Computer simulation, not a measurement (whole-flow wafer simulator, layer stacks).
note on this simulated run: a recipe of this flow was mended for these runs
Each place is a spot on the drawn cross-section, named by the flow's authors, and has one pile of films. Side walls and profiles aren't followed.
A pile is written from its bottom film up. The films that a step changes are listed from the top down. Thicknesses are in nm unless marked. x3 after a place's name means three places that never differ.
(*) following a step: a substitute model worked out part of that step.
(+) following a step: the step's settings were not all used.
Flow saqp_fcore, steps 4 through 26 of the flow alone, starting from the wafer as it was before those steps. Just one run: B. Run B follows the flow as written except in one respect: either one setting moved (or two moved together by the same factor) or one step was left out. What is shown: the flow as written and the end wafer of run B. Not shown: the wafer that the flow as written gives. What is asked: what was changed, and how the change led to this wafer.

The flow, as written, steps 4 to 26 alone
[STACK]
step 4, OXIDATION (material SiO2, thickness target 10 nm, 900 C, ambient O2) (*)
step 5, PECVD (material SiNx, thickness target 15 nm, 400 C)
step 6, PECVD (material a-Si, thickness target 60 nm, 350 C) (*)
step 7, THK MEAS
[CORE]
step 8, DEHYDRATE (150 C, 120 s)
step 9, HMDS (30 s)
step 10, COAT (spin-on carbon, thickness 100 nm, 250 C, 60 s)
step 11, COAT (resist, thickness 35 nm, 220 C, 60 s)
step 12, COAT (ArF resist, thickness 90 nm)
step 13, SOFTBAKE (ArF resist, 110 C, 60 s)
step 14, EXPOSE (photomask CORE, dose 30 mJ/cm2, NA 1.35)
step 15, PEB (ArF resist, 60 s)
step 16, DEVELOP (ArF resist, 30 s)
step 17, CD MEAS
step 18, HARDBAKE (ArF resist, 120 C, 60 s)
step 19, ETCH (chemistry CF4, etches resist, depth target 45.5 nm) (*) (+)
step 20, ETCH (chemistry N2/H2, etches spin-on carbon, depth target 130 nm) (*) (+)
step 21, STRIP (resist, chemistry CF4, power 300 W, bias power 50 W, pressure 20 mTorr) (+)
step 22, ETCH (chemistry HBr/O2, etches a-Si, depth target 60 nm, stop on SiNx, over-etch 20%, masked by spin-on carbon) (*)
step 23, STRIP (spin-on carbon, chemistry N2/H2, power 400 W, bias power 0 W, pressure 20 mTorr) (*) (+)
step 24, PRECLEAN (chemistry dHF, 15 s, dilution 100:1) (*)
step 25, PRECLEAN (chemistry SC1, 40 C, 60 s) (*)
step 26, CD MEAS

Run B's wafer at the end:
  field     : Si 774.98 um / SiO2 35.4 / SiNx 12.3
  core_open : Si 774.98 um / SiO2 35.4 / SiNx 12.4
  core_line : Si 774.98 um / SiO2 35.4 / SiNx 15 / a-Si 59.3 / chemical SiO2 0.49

Cause: step 4, OXIDATION: 1035 C was run, though the flow has 900 C.

How this came from the change, step by step:
  step 4, OXIDATION (material SiO2, thickness target 10 nm, 900 C, ambient O2) (*)
      field, core_open, core_line: SiO2 gains 35.4 (new film), chemical SiO2 loses 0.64 (all of it), Si loses 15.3 (it would be, as written: SiO2 gains 10 (new film), chemical SiO2 loses 0.64 (all of it), Si loses 4.12)
